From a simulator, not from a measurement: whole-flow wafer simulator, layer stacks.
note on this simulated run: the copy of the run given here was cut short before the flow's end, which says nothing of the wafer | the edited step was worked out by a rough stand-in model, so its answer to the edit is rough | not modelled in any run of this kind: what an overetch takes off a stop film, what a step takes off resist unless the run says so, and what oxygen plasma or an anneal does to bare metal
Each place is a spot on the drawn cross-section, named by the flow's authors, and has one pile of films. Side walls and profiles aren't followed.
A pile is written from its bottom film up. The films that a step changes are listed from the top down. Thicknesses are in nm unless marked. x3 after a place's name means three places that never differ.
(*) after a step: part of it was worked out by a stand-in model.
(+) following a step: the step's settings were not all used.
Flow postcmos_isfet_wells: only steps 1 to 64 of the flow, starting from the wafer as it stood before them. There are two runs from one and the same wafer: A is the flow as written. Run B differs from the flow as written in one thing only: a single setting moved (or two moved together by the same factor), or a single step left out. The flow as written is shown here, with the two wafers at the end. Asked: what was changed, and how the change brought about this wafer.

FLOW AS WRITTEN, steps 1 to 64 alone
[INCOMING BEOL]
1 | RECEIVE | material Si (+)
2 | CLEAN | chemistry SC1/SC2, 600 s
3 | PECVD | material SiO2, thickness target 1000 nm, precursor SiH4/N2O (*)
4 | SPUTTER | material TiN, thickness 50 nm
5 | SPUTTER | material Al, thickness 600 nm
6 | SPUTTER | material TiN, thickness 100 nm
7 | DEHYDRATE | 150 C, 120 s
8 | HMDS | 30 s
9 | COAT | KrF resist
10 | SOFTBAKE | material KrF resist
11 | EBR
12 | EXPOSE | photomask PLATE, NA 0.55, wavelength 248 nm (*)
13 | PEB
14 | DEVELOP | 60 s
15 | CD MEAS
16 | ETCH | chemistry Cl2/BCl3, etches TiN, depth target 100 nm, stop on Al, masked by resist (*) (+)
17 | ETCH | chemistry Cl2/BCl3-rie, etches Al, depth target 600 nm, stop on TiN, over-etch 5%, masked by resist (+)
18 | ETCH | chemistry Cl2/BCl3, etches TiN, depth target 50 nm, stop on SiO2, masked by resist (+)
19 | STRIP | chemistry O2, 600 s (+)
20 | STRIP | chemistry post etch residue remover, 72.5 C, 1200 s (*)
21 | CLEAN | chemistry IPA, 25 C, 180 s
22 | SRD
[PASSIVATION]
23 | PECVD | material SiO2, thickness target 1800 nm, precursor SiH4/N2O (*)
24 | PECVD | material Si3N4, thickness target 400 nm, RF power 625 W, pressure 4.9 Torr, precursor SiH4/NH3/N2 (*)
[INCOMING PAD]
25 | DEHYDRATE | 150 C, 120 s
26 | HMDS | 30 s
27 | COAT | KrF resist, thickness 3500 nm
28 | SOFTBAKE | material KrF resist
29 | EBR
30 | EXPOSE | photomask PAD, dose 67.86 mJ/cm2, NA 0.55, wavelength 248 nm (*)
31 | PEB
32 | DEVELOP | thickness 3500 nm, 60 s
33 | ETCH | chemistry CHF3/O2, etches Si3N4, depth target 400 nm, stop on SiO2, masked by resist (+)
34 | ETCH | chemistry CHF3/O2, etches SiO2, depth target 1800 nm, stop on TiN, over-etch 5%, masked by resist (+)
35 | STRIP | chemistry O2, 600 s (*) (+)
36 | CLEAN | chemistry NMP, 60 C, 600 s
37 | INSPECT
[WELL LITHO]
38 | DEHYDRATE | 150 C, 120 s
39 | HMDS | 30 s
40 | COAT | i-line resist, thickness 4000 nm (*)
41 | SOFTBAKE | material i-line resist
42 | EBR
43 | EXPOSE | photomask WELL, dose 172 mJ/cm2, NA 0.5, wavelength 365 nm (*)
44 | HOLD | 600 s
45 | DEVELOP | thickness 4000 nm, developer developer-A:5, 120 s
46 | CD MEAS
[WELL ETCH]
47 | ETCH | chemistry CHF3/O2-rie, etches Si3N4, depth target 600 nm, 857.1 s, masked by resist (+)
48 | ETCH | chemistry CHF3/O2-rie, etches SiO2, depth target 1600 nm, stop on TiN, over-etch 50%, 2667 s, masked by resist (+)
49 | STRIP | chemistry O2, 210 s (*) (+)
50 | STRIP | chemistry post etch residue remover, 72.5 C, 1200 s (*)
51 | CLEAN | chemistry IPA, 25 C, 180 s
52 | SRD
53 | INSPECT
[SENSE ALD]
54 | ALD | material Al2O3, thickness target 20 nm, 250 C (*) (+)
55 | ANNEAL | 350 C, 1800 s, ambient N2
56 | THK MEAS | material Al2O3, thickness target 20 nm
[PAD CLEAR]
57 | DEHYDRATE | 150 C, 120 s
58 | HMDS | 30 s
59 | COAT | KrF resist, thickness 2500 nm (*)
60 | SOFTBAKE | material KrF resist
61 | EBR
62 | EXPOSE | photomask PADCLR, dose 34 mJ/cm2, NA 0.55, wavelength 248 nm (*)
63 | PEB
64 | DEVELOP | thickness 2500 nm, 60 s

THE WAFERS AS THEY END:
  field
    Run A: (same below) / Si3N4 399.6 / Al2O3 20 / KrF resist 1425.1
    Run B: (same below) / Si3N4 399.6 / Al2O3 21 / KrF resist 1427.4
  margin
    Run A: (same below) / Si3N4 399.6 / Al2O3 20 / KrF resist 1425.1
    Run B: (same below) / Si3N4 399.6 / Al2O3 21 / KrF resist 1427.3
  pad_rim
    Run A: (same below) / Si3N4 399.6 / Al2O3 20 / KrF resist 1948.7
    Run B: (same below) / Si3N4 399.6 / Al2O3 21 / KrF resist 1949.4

Cause: step 54, ALD: thickness target 21 nm was run, while the flow as written has thickness target 20 nm.
The wafer lets one read it off: field has Al2O3 21, and step 54 as written asks for 20 nm.

How this came from the change, step by step:
  54 | ALD | material Al2O3, thickness target 20 nm, 250 C (*) (+)
      field, margin, well900, well1300 x3, pad_rim, pad_clr, pad_open: A Al2O3 gains 20 (new film) | B Al2O3 gains 21 (new film)
